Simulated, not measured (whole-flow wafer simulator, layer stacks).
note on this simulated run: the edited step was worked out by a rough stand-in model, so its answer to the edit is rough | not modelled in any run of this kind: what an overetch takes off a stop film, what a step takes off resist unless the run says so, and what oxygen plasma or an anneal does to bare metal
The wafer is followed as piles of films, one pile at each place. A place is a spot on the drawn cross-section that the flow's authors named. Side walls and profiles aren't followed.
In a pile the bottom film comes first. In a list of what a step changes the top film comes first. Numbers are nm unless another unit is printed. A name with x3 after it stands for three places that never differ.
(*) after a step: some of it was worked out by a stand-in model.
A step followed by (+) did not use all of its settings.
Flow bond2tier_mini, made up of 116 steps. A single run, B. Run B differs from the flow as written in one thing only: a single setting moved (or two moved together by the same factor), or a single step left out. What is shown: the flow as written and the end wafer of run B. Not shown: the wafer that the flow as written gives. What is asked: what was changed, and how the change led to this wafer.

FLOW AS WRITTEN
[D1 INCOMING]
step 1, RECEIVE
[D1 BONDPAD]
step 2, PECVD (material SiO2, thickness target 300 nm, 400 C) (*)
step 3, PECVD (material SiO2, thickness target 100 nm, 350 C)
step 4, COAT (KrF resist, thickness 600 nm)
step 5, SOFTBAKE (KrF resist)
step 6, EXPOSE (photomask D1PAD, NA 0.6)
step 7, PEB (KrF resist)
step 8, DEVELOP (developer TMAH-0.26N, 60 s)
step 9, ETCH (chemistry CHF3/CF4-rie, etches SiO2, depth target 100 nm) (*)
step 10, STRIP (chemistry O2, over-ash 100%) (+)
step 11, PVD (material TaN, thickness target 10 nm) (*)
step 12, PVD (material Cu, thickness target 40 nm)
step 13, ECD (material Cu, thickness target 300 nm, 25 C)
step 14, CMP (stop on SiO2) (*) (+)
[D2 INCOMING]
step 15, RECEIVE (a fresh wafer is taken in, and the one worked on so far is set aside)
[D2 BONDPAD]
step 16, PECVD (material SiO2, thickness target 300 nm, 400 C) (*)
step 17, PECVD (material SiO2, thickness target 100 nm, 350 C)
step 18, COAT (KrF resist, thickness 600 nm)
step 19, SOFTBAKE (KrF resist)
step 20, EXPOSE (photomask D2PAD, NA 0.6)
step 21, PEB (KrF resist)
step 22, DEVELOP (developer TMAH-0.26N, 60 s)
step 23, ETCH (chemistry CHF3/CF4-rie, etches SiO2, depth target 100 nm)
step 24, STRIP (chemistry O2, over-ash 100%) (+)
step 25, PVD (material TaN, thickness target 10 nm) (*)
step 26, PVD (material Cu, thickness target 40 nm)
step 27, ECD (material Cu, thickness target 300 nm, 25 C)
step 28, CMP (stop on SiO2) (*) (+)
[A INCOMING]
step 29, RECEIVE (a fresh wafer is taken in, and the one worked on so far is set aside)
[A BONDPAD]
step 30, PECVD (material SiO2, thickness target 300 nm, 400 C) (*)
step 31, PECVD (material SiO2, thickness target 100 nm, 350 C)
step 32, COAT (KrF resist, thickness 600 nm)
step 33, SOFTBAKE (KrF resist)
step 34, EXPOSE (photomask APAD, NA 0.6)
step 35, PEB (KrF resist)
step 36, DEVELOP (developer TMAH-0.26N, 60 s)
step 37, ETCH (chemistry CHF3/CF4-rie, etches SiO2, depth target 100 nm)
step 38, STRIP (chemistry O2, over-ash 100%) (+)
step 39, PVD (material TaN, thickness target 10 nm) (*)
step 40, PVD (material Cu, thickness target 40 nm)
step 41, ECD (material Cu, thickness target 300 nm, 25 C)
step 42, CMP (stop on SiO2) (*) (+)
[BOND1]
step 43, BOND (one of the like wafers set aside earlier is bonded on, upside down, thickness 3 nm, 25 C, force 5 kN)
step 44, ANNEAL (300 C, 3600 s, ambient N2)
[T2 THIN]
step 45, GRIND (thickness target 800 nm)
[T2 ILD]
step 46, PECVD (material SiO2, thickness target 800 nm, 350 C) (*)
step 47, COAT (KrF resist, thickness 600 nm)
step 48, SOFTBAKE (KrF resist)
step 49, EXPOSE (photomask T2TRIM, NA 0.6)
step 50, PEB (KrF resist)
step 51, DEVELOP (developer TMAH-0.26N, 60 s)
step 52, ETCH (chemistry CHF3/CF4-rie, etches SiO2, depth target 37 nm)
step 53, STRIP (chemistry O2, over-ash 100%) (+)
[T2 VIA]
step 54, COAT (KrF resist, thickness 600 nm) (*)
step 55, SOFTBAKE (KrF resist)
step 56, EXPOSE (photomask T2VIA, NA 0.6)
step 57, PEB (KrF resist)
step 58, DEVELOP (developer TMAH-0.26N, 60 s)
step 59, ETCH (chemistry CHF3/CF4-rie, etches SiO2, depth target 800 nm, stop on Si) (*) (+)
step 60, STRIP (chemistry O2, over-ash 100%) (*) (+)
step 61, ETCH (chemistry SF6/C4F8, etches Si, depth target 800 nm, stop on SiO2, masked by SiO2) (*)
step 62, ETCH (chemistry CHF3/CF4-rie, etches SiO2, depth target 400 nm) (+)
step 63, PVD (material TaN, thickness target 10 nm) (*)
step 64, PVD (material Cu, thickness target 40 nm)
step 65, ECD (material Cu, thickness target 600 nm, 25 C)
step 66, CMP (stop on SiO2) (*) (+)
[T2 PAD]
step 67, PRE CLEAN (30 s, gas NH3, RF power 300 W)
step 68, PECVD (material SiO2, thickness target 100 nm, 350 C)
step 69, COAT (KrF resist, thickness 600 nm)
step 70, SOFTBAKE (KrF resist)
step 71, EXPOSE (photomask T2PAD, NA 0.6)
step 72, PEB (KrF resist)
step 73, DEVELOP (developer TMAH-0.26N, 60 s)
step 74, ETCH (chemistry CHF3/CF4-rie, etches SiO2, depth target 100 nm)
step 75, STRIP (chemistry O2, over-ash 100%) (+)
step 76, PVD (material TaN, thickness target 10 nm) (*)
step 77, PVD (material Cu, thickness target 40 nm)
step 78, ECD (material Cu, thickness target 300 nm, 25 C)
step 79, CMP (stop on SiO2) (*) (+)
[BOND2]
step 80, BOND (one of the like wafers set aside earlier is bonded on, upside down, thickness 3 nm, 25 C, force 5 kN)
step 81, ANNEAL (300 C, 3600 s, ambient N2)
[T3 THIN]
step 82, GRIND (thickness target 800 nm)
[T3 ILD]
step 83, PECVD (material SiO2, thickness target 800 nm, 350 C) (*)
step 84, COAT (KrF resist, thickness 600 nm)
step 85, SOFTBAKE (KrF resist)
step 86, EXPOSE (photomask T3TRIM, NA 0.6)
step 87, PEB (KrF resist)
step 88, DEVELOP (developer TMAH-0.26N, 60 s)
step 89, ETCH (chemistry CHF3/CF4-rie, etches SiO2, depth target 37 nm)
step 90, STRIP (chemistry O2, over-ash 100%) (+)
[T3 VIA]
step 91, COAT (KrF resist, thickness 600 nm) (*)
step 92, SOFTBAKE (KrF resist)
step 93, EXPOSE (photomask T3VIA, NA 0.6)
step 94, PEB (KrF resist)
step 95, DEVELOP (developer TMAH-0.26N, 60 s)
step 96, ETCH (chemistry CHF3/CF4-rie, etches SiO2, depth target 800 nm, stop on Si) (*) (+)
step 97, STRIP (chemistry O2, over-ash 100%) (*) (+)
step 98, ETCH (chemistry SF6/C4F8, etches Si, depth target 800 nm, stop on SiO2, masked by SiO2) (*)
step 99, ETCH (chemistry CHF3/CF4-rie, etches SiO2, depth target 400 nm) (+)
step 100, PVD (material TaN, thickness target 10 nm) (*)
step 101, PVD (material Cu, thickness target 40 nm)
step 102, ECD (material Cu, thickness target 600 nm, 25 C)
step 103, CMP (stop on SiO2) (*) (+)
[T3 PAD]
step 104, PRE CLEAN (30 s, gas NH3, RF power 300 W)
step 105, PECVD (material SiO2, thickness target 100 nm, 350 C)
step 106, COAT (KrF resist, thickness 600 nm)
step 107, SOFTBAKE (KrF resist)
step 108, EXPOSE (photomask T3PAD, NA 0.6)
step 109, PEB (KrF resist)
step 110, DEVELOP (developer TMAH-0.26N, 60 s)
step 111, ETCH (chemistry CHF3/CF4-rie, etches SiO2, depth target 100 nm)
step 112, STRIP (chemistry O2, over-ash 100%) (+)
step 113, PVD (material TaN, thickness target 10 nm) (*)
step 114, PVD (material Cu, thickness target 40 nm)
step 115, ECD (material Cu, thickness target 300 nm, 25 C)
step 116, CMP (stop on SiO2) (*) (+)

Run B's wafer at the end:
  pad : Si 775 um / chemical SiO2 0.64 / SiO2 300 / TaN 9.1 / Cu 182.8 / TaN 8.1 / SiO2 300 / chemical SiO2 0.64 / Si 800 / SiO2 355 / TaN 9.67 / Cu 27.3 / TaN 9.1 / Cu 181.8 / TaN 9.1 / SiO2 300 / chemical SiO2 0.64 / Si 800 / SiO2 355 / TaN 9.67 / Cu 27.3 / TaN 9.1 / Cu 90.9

What caused this: step 11, PVD: thickness target 8.9 nm was run, while the flow as written has thickness target 10 nm.

The path from the change to this, step by step:
  step 11, PVD (material TaN, thickness target 10 nm) (*)
      field: +8.9 TaN (new film) (as written it would have been: +10 TaN (new film))
      pad: +8.1 TaN (new film) (as written it would have been: +9.1 TaN (new film))
      (also at 1 further place)
  step 14, CMP (stop on SiO2) (*) (+)
      field: -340 Cu (all of it), -8.9 TaN (all of it) (as written it would have been: -340 Cu (all of it), -10 TaN (all of it))
  step 43, BOND (one of the like wafers set aside earlier is bonded on, upside down, thickness 3 nm, 25 C, force 5 kN)
      pad: +775 um Si (new film), +0.64 chemical SiO2 (new film), +300 SiO2 (new film), +8.1 TaN (new film), +91.9 Cu (as written it would have been: +775 um Si (new film), +0.64 chemical SiO2 (new film), +300 SiO2 (new film), +9.1 TaN (new film), +90.9 Cu)
      via: +775 um Si (new film), +0.64 chemical SiO2 (new film), +300 SiO2 (new film), +8.88 TaN (new film), +91.1 Cu (as written it would have been: +775 um Si (new film), +0.64 chemical SiO2 (new film), +300 SiO2 (new film), +9.97 TaN (new film), +90 Cu)
